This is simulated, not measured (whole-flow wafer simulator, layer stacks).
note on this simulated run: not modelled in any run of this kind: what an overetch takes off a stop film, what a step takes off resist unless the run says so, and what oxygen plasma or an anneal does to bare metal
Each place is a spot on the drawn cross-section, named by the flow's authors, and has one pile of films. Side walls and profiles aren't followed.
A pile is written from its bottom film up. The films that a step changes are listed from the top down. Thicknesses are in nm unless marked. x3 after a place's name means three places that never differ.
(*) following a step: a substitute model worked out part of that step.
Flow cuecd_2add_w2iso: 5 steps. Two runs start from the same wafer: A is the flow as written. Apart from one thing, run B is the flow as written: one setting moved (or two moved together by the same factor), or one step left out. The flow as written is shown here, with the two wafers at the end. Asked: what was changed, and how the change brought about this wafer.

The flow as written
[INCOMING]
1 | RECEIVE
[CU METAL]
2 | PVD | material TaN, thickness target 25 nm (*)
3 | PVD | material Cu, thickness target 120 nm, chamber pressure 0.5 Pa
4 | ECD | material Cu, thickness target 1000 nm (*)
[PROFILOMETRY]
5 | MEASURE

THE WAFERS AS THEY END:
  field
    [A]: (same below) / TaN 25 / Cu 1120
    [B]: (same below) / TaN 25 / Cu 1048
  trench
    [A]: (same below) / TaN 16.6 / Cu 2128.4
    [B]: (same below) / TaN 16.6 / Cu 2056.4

Cause: step 3, PVD: thickness target 48 nm was run, while the flow as written has thickness target 120 nm.

How this came from the change, step by step:
  3 | PVD | material Cu, thickness target 120 nm, chamber pressure 0.5 Pa
      field: A +120 Cu (new film) | B +48 Cu (new film)
      trench: A +80.8 Cu (new film) | B +32.5 Cu (new film)
